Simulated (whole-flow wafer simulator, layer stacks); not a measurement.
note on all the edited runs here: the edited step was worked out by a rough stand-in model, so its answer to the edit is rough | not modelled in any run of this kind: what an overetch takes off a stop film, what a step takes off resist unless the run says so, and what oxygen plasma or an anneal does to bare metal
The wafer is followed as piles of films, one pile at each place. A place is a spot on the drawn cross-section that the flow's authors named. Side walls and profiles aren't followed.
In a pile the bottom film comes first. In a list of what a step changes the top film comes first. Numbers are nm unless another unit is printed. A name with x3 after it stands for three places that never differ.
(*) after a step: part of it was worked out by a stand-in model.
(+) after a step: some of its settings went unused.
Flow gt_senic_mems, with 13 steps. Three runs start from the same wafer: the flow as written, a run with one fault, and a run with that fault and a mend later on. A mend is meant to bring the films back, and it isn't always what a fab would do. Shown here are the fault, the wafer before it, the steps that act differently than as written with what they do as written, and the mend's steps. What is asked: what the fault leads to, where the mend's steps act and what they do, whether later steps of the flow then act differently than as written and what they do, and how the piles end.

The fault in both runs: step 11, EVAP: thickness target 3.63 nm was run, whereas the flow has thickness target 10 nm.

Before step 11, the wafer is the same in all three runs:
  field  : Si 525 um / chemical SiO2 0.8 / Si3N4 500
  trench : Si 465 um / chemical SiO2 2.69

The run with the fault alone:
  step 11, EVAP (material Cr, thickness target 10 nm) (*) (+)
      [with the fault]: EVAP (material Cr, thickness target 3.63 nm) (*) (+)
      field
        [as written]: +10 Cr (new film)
        [with the fault]: +3.63 Cr (new film)
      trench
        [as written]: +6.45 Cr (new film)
        [with the fault]: +2.35 Cr (new film)
  Every later step of the flow that is run acts as written at every place that is followed.
  By the end, the piles at field, trench depart from the flow's by more than 2% or 0.5 nm, whichever is larger.
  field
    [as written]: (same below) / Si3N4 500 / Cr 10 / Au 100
    [with the fault]: (same below) / Si3N4 500 / Cr 3.63 / Au 100
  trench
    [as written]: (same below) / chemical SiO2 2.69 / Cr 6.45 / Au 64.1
    [with the fault]: (same below) / chemical SiO2 2.69 / Cr 2.35 / Au 64.1

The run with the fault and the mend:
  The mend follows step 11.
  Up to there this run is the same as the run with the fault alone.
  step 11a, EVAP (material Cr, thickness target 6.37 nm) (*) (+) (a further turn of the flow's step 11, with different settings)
      field
        +6.37 Cr
      trench
        +4.11 Cr
  Every later step of the flow that is run acts as written at every place that is followed.
  When the end is reached, the piles differ only a little from the flow's at the places that both follow, at most by 2% or 0.5 nm, whichever is larger.
